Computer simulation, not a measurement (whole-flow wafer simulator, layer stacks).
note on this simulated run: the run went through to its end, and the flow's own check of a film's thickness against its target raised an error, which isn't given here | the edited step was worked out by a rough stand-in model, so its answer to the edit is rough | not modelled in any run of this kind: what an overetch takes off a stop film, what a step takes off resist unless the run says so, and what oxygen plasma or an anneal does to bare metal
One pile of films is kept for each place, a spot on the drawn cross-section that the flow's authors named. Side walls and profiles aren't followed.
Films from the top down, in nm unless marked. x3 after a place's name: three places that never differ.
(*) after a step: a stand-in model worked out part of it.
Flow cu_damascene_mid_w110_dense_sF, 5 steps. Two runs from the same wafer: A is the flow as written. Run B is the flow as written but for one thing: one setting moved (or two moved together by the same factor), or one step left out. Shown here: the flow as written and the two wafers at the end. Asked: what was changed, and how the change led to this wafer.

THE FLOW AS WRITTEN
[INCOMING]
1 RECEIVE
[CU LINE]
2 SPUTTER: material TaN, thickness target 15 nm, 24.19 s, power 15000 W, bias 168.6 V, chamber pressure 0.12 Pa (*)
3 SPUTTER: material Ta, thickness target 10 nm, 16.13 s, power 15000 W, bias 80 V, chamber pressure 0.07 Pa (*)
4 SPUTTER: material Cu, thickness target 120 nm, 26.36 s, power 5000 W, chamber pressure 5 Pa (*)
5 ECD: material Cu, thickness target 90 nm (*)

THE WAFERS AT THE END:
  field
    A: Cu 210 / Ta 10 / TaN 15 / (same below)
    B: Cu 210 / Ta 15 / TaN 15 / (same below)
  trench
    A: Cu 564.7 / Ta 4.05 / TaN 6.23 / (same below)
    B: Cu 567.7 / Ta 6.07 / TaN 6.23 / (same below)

The cause: step 3, SPUTTER: 24.2 s was run, where the flow has 16.13 s.

How the change led to this, step by step:
  3 SPUTTER: material Ta, thickness target 10 nm, 16.13 s, power 15000 W, bias 80 V, chamber pressure 0.07 Pa (*)
      field: A Ta +10 (new film) | B Ta +15 (new film)
      trench: A Ta +4.05 (new film) | B Ta +6.07 (new film)
